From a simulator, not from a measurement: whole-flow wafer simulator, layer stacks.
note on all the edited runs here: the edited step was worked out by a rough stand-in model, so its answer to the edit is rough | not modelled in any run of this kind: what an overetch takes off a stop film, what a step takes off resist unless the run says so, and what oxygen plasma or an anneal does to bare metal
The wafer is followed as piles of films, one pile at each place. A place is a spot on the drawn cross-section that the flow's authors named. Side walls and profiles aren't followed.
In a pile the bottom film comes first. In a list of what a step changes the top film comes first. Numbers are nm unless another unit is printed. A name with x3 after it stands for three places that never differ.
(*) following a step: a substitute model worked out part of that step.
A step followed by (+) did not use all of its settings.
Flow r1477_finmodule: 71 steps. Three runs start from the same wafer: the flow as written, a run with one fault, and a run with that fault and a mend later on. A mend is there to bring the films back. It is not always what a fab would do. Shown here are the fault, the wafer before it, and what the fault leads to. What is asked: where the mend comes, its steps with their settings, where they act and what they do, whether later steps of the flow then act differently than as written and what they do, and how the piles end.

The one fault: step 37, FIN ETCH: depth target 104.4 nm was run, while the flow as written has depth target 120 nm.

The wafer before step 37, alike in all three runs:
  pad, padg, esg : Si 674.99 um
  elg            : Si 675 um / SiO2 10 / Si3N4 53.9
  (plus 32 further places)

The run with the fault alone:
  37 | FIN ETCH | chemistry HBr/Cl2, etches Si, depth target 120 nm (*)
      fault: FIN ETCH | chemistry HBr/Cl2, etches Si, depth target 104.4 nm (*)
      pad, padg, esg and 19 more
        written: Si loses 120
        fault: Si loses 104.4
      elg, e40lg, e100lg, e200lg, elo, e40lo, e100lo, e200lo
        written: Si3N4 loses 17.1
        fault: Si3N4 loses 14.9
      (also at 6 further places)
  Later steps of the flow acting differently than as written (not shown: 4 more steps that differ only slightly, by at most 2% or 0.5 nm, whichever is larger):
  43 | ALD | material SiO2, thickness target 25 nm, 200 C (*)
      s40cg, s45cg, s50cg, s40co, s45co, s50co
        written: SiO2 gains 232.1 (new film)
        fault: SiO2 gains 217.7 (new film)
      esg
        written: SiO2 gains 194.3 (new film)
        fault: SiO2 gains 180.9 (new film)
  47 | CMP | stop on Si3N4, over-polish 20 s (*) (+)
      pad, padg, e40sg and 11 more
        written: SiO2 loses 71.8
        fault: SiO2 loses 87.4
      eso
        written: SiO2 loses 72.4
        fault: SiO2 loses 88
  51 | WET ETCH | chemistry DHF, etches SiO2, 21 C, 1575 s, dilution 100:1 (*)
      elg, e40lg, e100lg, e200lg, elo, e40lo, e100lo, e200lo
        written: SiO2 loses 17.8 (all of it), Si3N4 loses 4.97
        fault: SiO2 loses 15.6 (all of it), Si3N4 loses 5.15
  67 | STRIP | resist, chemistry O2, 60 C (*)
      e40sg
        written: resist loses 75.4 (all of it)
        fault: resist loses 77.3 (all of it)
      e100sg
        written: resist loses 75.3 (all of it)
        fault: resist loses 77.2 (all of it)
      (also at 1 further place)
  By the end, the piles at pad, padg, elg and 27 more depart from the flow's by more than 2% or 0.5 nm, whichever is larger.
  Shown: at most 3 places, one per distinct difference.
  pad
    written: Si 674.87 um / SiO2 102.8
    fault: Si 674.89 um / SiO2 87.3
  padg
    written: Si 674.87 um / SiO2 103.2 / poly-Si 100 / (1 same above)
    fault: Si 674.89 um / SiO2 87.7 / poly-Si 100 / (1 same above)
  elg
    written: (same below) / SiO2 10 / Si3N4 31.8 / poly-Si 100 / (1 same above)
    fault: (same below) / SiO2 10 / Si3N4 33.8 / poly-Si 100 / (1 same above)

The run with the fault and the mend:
  The mend follows step 38.
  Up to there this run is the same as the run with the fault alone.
  38a | FIN ETCH | chemistry HBr/Cl2, etches Si, depth target 15.6 nm (*) (the flow's step 37 again, with other settings)
      pad, padg, esg and 19 more
        Si loses 15.6
      elg, e40lg, e100lg, e200lg, elo, e40lo, e100lo, e200lo
        Si3N4 loses 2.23
      s40sg_line, s45sg_line, s50sg_line, s40so_line, s45so_line, s50so_line
        SiO2 loses 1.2
  Later steps of the flow that are run all act as written at every place that is followed.
  The piles end the same as the flow's at every place that both follow.
